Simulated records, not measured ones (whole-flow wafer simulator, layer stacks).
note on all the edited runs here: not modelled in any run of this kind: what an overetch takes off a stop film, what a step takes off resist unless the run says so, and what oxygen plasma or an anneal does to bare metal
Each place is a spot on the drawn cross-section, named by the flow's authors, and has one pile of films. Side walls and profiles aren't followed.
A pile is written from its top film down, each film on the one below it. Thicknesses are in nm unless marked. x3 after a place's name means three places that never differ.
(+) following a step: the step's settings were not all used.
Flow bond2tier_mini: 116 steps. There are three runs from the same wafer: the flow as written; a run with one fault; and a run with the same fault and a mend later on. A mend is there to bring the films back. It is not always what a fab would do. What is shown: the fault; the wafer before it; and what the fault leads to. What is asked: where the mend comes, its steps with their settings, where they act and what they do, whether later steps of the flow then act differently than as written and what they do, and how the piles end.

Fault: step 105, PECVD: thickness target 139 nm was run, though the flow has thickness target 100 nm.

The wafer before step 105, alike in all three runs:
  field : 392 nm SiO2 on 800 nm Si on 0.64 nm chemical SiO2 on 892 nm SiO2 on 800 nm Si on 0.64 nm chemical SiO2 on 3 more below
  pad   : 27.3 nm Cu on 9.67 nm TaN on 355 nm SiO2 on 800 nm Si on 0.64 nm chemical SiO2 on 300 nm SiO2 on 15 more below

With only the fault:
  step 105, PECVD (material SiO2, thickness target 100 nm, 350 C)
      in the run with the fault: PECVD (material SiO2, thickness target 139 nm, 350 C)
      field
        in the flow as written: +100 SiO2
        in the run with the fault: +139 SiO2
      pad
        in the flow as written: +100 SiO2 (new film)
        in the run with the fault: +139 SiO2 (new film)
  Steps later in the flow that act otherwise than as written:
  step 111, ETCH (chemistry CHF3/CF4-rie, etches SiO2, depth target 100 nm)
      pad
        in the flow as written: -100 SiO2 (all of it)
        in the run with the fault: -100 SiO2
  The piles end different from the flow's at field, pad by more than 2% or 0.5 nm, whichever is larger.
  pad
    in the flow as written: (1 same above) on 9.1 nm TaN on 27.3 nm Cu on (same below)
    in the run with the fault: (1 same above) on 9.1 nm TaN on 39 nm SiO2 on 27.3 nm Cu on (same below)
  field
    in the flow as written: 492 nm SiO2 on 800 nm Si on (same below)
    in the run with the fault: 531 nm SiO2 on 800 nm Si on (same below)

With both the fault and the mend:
  The mend follows step 110.
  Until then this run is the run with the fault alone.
  step 110a, STRIP (chemistry O2, over-ash 100%) (+)
      field
        -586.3 KrF resist (all of it)
  step 110b, ETCH (chemistry CHF3/CF4-rie, etches SiO2, depth target 39 nm) (the flow's step 62 again, with other settings)
      field, pad
        -39 SiO2
  step 110c, COAT (KrF resist, thickness 600 nm) (the flow's step 106 again)
      field, pad
        +600 KrF resist (new film)
  step 110d, SOFTBAKE (KrF resist) (the flow's step 107 again)
      does not change any film at any place that is followed
  step 110e, EXPOSE (photomask T3PAD, NA 0.6) (the flow's step 108 again)
      does not change any film at any place that is followed
  step 110f, PEB (KrF resist) (the flow's step 109 again)
      does not change any film at any place that is followed
  step 110g, DEVELOP (developer TMAH-0.26N, 60 s) (the flow's step 110 again)
      field
        -13.7 KrF resist
      pad
        -600 KrF resist (all of it)
  None of the later steps of the flow acts differently than as written at any place that is followed.
  At every place that both follow, the piles at the end match the flow's.
